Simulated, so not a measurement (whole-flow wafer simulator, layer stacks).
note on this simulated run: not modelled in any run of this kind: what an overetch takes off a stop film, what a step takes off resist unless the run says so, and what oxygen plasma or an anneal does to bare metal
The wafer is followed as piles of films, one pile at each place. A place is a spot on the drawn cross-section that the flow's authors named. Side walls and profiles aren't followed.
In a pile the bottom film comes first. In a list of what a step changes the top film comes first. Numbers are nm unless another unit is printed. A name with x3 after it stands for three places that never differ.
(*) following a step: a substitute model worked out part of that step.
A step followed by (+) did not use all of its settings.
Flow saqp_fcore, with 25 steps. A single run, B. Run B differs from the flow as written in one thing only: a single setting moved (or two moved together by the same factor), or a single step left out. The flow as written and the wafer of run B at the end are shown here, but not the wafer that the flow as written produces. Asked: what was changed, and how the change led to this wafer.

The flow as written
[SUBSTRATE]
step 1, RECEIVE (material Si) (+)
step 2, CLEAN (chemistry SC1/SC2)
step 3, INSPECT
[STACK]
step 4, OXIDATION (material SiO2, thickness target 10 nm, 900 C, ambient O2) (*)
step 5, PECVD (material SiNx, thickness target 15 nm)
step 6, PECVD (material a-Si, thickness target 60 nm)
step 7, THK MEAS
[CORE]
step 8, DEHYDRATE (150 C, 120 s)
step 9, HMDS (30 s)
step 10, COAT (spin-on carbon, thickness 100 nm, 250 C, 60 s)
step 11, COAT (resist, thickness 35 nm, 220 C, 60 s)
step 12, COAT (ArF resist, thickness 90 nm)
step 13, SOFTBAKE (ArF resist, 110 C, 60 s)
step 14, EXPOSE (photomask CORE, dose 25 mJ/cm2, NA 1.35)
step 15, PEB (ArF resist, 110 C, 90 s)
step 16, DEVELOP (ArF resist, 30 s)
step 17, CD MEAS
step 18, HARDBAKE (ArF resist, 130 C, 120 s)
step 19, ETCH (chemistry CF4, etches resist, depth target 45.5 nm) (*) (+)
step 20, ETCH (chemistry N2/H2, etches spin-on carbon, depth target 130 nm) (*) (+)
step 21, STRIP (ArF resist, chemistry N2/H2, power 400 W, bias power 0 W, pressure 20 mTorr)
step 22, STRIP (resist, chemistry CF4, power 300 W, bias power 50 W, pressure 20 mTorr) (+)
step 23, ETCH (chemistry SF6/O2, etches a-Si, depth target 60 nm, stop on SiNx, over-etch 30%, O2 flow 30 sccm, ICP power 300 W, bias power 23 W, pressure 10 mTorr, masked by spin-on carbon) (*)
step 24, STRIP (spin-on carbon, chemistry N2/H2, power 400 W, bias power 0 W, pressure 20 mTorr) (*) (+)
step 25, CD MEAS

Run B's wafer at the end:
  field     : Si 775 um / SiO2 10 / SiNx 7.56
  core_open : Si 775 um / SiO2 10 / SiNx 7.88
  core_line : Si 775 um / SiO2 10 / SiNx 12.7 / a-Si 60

The reason: step 5, PECVD: thickness target 12.7 nm was run, while the flow as written has thickness target 15 nm.
The wafer lets one read it off: core_line has SiNx 12.7, and step 5 as written asks for 15 nm.

How this came from the change, step by step:
  step 5, PECVD (material SiNx, thickness target 15 nm)
      field, core_open, core_line: +12.7 SiNx (new film) (as written it would have been: +15 SiNx (new film))
